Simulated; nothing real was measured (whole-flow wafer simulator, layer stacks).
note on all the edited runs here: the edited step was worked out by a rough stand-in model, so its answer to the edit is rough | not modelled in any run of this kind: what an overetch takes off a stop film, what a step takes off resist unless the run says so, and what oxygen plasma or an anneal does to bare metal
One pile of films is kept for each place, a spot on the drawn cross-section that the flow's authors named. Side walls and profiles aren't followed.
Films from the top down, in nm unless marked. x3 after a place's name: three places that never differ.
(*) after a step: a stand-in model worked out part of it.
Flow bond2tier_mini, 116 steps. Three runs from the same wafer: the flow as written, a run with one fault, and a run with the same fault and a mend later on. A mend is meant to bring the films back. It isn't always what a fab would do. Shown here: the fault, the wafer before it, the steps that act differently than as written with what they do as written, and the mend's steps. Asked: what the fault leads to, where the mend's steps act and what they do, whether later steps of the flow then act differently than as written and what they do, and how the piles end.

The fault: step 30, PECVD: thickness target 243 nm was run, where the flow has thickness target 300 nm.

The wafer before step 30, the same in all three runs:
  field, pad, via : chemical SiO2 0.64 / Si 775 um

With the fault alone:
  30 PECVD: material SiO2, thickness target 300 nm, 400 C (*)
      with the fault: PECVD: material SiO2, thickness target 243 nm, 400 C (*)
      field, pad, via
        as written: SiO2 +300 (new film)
        with the fault: SiO2 +243 (new film)
  No later step of the flow acts differently than as written at any place that is followed.
  At the end the piles differ from the flow's by more than 2% or 0.5 nm, whichever is larger, at field, pad.
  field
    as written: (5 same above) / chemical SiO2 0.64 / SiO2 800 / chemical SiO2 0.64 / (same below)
    with the fault: (5 same above) / chemical SiO2 0.64 / SiO2 743 / chemical SiO2 0.64 / (same below)
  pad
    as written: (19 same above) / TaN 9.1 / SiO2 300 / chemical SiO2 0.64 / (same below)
    with the fault: (19 same above) / TaN 9.1 / SiO2 243 / chemical SiO2 0.64 / (same below)

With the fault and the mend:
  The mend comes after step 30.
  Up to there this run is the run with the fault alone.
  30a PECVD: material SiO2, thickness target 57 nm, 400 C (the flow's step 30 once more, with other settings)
      field, pad, via
        SiO2 +57
  No later step of the flow acts differently than as written at any place that is followed.
  At the end the piles are the same as the flow's at every place that both follow.
